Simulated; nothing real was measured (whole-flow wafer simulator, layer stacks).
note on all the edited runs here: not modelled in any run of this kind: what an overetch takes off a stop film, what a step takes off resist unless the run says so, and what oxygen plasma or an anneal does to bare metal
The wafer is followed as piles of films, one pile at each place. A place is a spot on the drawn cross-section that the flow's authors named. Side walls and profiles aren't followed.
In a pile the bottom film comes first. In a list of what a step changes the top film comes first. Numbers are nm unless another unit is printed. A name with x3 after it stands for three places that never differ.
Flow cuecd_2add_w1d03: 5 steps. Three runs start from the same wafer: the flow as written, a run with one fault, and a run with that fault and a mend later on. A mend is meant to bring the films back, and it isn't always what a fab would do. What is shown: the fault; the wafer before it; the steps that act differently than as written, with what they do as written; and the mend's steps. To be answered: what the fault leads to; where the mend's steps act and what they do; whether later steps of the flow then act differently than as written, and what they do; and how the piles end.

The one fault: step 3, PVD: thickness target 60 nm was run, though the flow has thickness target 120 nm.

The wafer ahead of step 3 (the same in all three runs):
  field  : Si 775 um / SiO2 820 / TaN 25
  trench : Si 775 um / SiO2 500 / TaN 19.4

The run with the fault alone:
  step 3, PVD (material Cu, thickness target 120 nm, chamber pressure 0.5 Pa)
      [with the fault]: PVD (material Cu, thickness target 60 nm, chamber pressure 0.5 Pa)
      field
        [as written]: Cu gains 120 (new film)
        [with the fault]: Cu gains 60 (new film)
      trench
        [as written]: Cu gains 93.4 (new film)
        [with the fault]: Cu gains 46.8 (new film)
  None of the later steps of the flow differs from how it acts as written, at any place that is followed, by more than 2% or 0.5 nm, whichever is larger.
  At field, trench, the piles at the end differ from the flow's by more than 2% or 0.5 nm, whichever is larger.
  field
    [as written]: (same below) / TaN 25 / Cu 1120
    [with the fault]: (same below) / TaN 25 / Cu 1060
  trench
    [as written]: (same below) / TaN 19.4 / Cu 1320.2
    [with the fault]: (same below) / TaN 19.4 / Cu 1256.9

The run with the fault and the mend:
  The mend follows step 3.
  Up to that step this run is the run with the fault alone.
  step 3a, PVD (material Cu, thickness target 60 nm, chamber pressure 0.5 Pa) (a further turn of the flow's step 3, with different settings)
      field
        Cu gains 60
      trench
        Cu gains 45.6
  None of the later steps of the flow differs from how it acts as written, at any place that is followed, by more than 2% or 0.5 nm, whichever is larger.
  When the end is reached, the piles differ only a little from the flow's at the places that both follow, at most by 2% or 0.5 nm, whichever is larger.
